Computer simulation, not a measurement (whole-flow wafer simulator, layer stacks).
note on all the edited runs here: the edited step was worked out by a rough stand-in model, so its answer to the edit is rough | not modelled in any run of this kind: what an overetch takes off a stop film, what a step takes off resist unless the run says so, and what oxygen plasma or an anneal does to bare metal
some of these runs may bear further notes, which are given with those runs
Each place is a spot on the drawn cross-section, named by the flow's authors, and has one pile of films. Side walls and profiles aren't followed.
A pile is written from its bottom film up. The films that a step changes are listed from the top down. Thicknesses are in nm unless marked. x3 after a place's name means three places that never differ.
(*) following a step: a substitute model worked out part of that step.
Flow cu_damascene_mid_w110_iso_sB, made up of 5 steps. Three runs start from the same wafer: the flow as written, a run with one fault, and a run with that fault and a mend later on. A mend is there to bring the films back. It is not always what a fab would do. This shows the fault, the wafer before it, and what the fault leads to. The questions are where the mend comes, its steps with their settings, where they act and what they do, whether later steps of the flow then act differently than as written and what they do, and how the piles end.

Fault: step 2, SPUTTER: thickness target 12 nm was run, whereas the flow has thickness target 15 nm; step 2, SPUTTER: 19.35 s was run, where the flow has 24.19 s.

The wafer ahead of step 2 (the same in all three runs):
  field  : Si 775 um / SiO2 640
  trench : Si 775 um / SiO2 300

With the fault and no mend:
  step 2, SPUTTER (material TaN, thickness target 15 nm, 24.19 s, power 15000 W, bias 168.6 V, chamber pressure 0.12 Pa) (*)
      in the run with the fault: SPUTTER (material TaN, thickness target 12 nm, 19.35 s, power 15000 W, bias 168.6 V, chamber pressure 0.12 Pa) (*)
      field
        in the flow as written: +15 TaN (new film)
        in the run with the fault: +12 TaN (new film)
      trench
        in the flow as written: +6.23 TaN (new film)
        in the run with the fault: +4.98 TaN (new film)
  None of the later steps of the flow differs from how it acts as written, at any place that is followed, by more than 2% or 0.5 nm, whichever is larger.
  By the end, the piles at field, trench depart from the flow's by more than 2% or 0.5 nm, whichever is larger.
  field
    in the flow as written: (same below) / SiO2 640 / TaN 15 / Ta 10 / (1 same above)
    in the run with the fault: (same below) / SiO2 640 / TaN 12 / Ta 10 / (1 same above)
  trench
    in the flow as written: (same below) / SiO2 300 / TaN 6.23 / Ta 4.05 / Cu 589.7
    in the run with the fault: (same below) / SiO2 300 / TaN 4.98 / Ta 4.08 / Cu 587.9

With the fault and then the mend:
  The mend follows step 2.
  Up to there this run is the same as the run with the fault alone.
  step 2a, SPUTTER (material TaN, thickness target 3 nm, 4.838 s, power 15000 W, bias 168.6 V, chamber pressure 0.12 Pa) (*) (a further turn of the flow's step 2, with different settings)
      field
        +3 TaN
      trench
        +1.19 TaN
  None of the later steps of the flow differs from how it acts as written, at any place that is followed, by more than 2% or 0.5 nm, whichever is larger.
  When the end is reached, the piles differ only a little from the flow's at the places that both follow, at most by 2% or 0.5 nm, whichever is larger.
